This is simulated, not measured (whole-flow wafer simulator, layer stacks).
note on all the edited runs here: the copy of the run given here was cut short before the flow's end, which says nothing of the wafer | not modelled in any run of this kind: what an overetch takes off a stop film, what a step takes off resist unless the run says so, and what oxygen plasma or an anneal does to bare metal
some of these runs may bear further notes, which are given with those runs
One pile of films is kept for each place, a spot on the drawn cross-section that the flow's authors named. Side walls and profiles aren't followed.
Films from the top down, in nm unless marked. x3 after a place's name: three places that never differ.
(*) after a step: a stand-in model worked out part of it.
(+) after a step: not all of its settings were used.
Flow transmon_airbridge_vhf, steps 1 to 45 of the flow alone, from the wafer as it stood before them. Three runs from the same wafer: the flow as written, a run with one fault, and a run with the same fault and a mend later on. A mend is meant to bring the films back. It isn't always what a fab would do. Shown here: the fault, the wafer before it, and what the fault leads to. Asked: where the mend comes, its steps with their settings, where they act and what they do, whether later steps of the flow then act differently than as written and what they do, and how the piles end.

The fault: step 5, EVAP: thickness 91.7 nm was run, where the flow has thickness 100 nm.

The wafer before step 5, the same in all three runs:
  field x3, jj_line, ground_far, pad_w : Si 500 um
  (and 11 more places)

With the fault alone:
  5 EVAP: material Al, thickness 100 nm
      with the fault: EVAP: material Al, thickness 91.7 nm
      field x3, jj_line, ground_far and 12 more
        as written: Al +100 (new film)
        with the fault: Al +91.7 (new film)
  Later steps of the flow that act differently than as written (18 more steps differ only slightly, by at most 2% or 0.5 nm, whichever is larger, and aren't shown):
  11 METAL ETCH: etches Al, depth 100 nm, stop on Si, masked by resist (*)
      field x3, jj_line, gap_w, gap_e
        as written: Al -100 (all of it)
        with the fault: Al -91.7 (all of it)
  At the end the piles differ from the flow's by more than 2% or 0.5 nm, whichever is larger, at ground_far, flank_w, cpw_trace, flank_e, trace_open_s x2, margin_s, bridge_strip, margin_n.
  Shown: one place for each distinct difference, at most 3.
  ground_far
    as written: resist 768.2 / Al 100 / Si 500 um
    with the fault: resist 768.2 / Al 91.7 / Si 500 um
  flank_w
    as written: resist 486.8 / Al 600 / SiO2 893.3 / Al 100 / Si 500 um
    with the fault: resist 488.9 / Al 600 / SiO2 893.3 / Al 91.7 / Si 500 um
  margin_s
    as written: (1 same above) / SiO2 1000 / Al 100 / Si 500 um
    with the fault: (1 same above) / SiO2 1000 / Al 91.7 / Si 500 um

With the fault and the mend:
  The mend comes after step 10.
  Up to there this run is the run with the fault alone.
  10a STRIP: i-line resist, 80 C, 600 s (+)
      ground_far, pad_w, flank_w and 8 more
        i-line resist -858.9 (all of it)
  10b EVAP: material Al, thickness 8.3 nm (the flow's step 5 once more, with other settings)
      field x3, jj_line, ground_far and 12 more
        Al +8.3
  10c COAT: i-line resist, thickness 900 nm (the flow's step 6 once more)
      field x3, jj_line, ground_far and 12 more
        i-line resist +900 (new film)
  10d SOFTBAKE: i-line resist, 90 C, 90 s (the flow's step 7 once more)
      changes no film at any place that is followed
  10e EXPOSE: i-line resist, thickness 900 nm, photomask AB CPW, dose 155.4 mJ/cm2, NA 0.45, wavelength 365 nm (*) (the flow's step 8 once more)
      changes no film at any place that is followed
  10f PEB: i-line resist, 110 C, 60 s (the flow's step 9 once more)
      field x3, jj_line, ground_far and 12 more
        i-line resist -41
  10g DEVELOP: i-line resist, thickness 900 nm, developer developer-B, 60 s (the flow's step 10 once more)
      ground_far, pad_w, flank_w and 8 more
        i-line resist -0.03
      field x3, jj_line, gap_w, gap_e
        i-line resist -859 (all of it)
  No later step of the flow acts differently than as written at any place that is followed.
  At the end the piles are the same as the flow's at every place that both follow.
